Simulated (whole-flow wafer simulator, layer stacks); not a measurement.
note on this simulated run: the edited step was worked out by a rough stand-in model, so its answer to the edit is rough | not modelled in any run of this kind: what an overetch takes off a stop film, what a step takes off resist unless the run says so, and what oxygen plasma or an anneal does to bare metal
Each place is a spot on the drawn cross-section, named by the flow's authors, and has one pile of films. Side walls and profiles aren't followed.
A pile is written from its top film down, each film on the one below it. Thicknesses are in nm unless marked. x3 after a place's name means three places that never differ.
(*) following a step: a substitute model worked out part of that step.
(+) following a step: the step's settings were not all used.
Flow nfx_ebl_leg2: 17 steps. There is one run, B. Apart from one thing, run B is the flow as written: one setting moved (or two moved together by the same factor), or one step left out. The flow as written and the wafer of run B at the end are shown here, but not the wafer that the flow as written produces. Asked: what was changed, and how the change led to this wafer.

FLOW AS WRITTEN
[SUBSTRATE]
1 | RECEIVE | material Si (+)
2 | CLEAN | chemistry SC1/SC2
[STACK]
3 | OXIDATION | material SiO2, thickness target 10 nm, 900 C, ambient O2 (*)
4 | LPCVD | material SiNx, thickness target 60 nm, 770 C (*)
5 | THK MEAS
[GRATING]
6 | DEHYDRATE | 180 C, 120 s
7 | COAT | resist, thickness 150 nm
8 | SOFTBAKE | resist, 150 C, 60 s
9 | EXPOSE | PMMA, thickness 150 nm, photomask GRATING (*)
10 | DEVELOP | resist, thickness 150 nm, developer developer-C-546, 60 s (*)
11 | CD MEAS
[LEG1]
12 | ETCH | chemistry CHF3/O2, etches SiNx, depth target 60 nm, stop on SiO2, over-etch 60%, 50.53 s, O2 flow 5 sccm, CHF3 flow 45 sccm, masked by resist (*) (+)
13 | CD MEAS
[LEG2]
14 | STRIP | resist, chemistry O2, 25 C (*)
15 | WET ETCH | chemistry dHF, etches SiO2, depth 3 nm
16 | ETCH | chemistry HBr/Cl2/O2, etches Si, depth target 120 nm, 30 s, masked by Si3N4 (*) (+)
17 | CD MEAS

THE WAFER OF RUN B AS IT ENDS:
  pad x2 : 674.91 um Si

The reason: step 16, ETCH: depth target 87 nm was run, though the flow has depth target 120 nm.

Step by step, how the change led to this:
  16 | ETCH | chemistry HBr/Cl2/O2, etches Si, depth target 120 nm, 30 s, masked by Si3N4 (*) (+)
      pad x2: Si loses 87 (in the flow as written it would be: Si loses 120)
